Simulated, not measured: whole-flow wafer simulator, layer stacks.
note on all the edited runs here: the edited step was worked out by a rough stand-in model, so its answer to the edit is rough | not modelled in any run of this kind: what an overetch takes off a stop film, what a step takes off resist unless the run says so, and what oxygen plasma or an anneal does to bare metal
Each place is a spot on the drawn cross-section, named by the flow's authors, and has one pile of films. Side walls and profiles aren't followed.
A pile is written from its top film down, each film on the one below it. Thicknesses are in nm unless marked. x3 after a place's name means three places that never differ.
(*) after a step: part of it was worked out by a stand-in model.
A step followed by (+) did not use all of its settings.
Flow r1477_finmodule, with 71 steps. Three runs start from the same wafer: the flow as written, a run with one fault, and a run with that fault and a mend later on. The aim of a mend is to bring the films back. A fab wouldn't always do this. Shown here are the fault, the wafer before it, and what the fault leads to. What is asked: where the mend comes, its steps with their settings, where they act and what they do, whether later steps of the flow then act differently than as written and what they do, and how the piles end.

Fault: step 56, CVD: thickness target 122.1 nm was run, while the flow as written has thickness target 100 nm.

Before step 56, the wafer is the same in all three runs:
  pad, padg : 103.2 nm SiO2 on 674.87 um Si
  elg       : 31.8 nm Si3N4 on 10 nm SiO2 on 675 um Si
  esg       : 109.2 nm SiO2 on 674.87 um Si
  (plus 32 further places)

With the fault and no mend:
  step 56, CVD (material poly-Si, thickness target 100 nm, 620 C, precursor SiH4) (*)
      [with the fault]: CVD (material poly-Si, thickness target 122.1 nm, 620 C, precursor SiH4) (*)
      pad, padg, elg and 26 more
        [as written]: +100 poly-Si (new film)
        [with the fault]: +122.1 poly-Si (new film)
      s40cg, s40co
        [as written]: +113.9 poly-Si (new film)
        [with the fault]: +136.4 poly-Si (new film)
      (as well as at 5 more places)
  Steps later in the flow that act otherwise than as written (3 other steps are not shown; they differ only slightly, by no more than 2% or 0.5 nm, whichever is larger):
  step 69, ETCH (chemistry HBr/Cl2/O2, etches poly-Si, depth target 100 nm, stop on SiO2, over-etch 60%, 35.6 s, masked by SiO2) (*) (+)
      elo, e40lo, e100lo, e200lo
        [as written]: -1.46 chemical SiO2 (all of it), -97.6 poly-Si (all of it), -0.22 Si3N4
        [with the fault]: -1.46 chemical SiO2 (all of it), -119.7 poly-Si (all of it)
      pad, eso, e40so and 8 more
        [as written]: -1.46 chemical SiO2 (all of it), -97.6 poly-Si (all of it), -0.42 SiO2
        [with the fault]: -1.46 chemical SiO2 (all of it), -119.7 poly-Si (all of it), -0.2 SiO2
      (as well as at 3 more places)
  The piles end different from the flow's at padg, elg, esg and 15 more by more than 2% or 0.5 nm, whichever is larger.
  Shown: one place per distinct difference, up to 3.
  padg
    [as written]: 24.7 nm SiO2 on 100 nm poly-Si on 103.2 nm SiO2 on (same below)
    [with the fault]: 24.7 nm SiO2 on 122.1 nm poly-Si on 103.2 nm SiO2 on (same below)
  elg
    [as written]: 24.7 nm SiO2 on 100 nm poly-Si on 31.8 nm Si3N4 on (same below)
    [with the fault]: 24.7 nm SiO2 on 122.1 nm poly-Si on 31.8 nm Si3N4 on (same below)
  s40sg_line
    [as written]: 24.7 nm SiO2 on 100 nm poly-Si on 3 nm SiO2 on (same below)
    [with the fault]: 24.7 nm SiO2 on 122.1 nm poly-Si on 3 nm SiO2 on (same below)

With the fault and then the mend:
  The mend stands after step 56.
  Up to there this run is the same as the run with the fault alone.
  step 56a, ETCH (chemistry tmah, depth target 217.4 nm)
      pad, padg, elg and 26 more
        -122.1 poly-Si (all of it)
      s40cg, s40co
        -136.4 poly-Si (all of it)
      s45cg, s45co
        -135.9 poly-Si (all of it)
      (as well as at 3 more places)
  step 56b, CLEAN (chemistry SC1, 46 C, 45 s) (*) (a further turn of the flow's step 48)
      s40sg_line, s45sg_line, s50sg_line, s40so_line, s45so_line, s50so_line
        -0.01 SiO2
  step 56c, CVD (material poly-Si, thickness target 100 nm, 620 C, precursor SiH4) (*) (a further turn of the flow's step 56)
      pad, padg, elg and 26 more
        +100 poly-Si (new film)
      s40cg, s40co
        +113.9 poly-Si (new film)
      s45cg, s45co
        +113.4 poly-Si (new film)
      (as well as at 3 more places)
  Every later step of the flow that is run acts as written, at every place that is followed, to within 2% or 0.5 nm, whichever is larger.
  At the end the piles are close to the flow's at the places that both follow, differing by at most 2% or 0.5 nm, whichever is larger.
